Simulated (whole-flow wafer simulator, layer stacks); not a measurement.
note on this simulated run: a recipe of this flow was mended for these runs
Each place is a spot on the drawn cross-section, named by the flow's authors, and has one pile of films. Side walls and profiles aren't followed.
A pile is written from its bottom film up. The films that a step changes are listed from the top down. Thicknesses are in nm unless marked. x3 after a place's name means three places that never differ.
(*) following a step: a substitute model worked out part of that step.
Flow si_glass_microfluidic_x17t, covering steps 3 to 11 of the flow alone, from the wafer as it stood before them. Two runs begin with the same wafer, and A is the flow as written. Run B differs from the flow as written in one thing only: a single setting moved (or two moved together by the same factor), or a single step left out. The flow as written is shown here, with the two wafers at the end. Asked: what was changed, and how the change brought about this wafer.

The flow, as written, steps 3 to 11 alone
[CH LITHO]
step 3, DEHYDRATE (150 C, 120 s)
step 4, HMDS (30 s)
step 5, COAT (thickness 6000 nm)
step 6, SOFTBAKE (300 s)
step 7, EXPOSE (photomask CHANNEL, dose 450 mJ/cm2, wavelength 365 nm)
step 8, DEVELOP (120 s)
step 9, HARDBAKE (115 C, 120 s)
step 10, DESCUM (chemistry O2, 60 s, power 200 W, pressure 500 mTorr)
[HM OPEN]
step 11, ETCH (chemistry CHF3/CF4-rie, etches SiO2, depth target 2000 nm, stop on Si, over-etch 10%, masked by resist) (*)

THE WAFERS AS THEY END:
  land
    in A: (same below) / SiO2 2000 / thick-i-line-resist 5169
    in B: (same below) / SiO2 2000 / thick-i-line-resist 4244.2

Cause: step 5, COAT: thickness 5068 nm was run, though the flow has thickness 6000 nm.

How this came from the change, step by step:
  step 5, COAT (thickness 6000 nm)
      land, tr110 x3: A +6000 thick-i-line-resist (new film) | B +5068 thick-i-line-resist (new film)
  step 8, DEVELOP (120 s)
      tr110 x3: A -6000 thick-i-line-resist (all of it) | B -5068 thick-i-line-resist (all of it)
  step 9, HARDBAKE (115 C, 120 s)
      land: A -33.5 thick-i-line-resist | B -26.3 thick-i-line-resist
